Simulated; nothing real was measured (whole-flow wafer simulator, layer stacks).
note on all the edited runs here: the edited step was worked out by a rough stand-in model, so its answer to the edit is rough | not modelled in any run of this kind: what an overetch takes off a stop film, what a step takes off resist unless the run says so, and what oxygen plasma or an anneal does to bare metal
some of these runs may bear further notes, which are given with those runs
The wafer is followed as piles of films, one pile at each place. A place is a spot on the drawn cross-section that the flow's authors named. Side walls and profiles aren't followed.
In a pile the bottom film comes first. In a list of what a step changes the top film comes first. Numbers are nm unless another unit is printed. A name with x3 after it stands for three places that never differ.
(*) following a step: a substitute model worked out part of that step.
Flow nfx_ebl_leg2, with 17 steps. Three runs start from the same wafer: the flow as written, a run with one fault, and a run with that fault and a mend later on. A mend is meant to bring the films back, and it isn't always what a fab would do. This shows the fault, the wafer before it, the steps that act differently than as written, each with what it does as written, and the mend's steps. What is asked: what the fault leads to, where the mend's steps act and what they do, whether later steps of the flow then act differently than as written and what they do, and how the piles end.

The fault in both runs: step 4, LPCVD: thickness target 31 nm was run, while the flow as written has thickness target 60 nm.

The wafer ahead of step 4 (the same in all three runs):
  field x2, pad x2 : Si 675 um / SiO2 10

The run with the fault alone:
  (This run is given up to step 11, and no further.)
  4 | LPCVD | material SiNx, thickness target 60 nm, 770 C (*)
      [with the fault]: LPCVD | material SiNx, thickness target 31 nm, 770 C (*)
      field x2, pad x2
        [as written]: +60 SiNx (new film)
        [with the fault]: +31 SiNx (new film)
  Every later step of the flow up to step 11 that is run acts as written at every place that is followed.
  After step 11, at field x2, pad x2, the piles differ from the flow's by more than 2% or 0.5 nm, whichever is larger.
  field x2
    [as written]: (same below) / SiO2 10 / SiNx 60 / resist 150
    [with the fault]: (same below) / SiO2 10 / SiNx 31 / resist 150
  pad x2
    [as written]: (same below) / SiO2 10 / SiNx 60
    [with the fault]: (same below) / SiO2 10 / SiNx 31

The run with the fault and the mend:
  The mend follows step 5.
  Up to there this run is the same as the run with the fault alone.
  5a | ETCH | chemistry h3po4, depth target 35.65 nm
      field x2, pad x2
        -31 SiNx (all of it)
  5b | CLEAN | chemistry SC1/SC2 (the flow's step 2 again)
      does not change any film at any place that is followed
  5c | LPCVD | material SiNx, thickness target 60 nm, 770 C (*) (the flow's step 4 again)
      field x2, pad x2
        +60 SiNx (new film)
  Every later step of the flow that is run acts as written at every place that is followed.
  By the end, the piles equal the flow's at every place that both follow.
